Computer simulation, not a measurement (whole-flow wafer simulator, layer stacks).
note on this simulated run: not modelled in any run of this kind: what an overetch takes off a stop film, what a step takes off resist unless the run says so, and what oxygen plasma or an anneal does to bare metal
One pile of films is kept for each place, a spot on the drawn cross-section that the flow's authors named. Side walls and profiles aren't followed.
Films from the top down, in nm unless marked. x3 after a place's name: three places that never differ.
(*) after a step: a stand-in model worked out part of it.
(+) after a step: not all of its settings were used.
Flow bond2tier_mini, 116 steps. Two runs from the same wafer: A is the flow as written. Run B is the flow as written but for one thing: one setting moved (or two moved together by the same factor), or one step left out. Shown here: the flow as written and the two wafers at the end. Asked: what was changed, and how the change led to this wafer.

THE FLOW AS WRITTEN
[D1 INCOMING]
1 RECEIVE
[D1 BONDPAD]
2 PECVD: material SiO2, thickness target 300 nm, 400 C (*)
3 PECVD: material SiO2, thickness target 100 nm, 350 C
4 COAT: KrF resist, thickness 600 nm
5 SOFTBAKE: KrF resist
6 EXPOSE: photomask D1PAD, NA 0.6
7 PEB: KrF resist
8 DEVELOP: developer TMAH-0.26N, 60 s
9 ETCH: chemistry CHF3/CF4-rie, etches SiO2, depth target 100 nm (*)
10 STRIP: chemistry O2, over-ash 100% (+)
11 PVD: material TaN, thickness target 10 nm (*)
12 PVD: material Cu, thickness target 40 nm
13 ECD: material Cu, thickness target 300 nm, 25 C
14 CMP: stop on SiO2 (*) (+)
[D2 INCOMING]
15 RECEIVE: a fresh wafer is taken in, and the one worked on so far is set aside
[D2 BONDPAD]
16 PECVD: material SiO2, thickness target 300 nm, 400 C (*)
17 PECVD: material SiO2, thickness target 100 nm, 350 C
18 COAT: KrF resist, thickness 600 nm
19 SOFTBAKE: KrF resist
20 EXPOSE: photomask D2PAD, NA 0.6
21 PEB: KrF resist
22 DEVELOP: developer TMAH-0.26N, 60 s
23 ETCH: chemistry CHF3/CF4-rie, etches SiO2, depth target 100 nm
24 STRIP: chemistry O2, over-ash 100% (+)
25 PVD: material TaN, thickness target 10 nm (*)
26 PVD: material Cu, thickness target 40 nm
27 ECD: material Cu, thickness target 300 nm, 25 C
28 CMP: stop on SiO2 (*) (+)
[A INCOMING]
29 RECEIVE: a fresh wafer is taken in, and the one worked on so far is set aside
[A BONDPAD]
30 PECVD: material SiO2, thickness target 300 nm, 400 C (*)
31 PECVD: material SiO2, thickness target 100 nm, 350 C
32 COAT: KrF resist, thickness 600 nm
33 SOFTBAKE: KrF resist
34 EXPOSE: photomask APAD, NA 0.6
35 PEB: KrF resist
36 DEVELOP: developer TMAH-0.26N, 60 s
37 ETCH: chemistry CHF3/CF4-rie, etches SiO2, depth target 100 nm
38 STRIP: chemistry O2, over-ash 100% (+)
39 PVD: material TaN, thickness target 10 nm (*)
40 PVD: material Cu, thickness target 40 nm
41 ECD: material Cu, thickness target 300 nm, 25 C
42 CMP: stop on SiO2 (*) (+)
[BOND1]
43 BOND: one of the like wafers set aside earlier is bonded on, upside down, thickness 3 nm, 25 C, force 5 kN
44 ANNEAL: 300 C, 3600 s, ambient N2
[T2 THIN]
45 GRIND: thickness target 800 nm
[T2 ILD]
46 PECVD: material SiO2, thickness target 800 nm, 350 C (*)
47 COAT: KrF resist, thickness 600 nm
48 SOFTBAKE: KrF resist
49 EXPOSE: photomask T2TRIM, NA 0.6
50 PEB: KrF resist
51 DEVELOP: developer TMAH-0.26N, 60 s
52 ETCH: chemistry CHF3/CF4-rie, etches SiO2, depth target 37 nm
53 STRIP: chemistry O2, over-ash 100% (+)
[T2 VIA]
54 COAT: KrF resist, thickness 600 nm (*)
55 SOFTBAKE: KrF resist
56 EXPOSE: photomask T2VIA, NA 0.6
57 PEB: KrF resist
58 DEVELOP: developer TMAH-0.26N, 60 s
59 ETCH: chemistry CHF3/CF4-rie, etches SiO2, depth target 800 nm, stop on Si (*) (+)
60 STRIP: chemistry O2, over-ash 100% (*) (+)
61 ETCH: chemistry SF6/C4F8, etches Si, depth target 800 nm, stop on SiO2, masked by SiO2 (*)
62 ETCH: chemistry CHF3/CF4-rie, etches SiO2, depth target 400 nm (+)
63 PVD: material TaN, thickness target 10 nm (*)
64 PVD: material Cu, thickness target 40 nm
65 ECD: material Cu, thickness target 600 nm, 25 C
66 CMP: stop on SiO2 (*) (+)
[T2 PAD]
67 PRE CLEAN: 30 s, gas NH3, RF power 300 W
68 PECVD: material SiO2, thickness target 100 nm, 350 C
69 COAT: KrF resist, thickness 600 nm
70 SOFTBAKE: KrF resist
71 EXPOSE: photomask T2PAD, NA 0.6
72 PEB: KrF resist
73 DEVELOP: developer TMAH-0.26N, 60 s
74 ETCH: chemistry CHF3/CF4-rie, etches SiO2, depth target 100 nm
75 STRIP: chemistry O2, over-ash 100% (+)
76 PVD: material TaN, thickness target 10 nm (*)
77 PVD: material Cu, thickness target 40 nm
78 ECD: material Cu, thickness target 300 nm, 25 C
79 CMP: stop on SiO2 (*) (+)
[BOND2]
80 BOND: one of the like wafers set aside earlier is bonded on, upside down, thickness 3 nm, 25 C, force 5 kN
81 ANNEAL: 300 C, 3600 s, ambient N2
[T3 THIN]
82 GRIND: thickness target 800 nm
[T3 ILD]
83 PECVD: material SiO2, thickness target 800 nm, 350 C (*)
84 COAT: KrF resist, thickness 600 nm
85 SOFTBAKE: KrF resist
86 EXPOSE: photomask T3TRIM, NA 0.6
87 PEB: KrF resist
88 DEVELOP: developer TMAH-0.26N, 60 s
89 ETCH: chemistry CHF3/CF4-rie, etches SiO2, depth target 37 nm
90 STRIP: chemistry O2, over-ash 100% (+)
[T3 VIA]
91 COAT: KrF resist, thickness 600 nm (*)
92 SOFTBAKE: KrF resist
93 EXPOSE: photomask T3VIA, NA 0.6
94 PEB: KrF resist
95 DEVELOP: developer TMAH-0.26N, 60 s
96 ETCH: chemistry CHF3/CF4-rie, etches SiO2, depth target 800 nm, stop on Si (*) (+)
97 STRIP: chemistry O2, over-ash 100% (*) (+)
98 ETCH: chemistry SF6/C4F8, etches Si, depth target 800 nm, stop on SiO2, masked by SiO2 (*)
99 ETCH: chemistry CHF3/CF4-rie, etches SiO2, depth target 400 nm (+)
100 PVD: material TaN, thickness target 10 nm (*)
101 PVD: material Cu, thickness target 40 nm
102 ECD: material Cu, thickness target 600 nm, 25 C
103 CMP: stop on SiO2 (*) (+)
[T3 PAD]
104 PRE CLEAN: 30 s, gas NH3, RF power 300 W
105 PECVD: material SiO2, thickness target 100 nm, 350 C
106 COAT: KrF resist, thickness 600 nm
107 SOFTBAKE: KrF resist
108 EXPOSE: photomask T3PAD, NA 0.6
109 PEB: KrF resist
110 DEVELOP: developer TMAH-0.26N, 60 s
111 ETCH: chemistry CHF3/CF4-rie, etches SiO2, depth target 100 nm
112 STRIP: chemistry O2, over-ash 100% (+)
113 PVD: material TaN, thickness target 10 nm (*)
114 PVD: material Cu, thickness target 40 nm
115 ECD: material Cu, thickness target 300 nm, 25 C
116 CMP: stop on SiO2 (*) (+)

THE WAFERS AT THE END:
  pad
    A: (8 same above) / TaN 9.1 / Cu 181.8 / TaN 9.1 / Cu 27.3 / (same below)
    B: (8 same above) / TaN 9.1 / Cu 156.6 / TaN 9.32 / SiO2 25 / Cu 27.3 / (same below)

The cause: step 74, ETCH: depth target 75 nm was run, where the flow has depth target 100 nm.

How the change led to this, step by step:
  74 ETCH: chemistry CHF3/CF4-rie, etches SiO2, depth target 100 nm
      pad: A SiO2 -100 (all of it) | B SiO2 -75
      field: A KrF resist -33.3 | B KrF resist -25
  77 PVD: material Cu, thickness target 40 nm
      pad: A Cu +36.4 (new film) | B Cu +37.3 (new film)
  78 ECD: material Cu, thickness target 300 nm, 25 C
      pad: A Cu +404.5 | B Cu +378.4
Counting metal films that touch as one body, pad has 4 bodies (between them, from the top down: SiO2 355 / Si 800 / chemical SiO2 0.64 / SiO2 300; SiO2 25; SiO2 355 / Si 800 / chemical SiO2 0.64 / SiO2 300); the flow as written gives 3 bodies (between them, from the top down: SiO2 355 / Si 800 / chemical SiO2 0.64 / SiO2 300; SiO2 355 / Si 800 / chemical SiO2 0.64 / SiO2 300).
